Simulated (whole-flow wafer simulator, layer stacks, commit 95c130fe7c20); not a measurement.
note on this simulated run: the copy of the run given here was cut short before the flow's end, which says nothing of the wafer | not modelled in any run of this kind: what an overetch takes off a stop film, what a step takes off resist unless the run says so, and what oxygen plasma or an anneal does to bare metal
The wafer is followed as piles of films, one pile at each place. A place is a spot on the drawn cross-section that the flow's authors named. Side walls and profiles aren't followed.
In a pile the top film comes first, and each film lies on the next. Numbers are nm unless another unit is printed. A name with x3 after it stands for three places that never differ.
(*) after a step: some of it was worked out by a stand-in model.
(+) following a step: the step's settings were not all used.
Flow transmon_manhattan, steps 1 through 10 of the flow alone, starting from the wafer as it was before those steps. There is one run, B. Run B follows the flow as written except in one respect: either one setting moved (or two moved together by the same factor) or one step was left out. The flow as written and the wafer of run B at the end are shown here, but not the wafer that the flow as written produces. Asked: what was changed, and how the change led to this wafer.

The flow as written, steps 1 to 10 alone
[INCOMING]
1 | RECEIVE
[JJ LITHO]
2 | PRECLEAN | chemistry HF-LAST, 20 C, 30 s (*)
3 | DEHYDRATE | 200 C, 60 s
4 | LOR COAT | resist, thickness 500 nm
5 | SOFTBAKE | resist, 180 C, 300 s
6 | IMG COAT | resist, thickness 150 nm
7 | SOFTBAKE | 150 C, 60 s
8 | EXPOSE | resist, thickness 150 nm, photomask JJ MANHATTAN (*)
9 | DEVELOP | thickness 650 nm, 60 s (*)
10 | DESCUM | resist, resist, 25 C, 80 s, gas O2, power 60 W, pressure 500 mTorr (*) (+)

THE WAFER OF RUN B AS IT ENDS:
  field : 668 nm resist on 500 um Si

Cause: step 6, IMG COAT: thickness 180 nm was run, whereas the flow has thickness 150 nm.

The path from the change to this, step by step:
  6 | IMG COAT | resist, thickness 150 nm
      field, chan_a x2: +180 resist (in the flow as written it would be: +150 resist)
  9 | DEVELOP | thickness 650 nm, 60 s (*)
      chan_a x2: -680 resist (all of it) (in the flow as written it would be: -650 resist (all of it))
